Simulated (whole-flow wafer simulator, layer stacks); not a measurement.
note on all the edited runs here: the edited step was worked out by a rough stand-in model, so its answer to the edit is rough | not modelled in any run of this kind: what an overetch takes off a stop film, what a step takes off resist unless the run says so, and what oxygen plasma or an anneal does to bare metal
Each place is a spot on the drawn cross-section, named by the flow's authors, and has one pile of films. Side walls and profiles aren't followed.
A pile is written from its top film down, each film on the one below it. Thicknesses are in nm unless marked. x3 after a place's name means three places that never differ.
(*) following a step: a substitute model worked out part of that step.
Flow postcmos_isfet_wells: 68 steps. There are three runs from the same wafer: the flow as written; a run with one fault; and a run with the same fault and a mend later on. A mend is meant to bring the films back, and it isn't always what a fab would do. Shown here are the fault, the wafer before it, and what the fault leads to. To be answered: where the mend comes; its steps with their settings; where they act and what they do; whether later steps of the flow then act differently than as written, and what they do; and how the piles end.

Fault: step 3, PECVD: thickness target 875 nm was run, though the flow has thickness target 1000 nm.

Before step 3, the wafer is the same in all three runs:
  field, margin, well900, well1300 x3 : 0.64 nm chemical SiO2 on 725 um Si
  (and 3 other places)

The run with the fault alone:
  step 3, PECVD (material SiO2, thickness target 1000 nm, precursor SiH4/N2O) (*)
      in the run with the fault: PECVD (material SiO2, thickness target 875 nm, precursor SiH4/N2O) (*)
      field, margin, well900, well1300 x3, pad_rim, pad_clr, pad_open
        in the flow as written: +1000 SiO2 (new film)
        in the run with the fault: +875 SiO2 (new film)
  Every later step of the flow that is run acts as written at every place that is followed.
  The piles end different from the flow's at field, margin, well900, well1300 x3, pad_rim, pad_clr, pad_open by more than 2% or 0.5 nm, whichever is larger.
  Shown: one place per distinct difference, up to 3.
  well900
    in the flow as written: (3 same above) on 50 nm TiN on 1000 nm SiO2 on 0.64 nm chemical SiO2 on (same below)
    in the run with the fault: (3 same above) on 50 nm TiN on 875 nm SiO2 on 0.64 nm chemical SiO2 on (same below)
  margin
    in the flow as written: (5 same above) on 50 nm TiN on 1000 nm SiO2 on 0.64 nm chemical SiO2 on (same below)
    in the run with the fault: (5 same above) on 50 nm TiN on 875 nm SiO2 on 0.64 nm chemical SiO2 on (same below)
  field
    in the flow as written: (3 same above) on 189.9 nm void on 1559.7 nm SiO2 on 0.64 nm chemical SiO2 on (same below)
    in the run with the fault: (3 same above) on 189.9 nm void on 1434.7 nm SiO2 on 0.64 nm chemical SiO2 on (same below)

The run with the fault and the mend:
  The mend stands after step 3.
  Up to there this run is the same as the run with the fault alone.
  step 3a, PECVD (material SiO2, thickness target 125 nm, precursor SiH4/N2O) (*) (the flow's step 3, run once more with other settings)
      field, margin, well900, well1300 x3, pad_rim, pad_clr, pad_open
        +125 SiO2
  Every later step of the flow that is run acts as written at every place that is followed.
  By the end, the piles equal the flow's at every place that both follow.
